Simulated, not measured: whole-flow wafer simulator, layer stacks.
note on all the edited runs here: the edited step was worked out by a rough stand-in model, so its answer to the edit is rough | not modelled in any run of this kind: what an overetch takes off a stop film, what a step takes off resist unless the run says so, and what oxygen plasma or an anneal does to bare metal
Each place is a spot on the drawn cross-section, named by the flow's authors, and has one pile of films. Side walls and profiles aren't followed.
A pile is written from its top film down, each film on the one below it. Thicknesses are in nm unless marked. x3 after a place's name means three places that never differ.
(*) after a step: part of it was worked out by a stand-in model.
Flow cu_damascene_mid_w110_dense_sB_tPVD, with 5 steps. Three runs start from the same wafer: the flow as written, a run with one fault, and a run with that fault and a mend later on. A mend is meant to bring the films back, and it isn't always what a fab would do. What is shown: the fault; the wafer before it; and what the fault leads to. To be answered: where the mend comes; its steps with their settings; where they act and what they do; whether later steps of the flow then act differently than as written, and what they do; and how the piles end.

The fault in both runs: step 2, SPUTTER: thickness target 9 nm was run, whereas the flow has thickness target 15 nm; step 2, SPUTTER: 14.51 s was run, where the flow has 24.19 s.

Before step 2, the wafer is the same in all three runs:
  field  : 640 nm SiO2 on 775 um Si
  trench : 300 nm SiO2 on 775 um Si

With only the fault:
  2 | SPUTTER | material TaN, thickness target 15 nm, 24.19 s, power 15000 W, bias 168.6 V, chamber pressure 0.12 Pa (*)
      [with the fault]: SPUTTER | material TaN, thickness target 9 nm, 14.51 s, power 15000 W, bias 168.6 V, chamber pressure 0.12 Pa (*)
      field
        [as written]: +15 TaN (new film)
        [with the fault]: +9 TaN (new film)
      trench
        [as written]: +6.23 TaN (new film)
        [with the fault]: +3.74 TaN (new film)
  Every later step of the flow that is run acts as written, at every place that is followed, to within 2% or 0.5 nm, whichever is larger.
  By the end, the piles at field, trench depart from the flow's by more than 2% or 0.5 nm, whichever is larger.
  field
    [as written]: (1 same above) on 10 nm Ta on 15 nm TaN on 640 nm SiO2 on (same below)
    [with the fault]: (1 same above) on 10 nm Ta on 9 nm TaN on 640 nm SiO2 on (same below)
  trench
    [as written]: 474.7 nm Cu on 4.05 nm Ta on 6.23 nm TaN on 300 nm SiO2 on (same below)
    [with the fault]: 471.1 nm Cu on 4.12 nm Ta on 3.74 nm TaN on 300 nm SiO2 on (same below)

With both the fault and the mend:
  The mend follows step 2.
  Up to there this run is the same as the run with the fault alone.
  2a | SPUTTER | material TaN, thickness target 6 nm, 9.676 s, power 15000 W, bias 168.6 V, chamber pressure 0.12 Pa (*) (the flow's step 2, run once more with other settings)
      field
        +6 TaN
      trench
        +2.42 TaN
  Every later step of the flow that is run acts as written, at every place that is followed, to within 2% or 0.5 nm, whichever is larger.
  When the end is reached, the piles differ only a little from the flow's at the places that both follow, at most by 2% or 0.5 nm, whichever is larger.
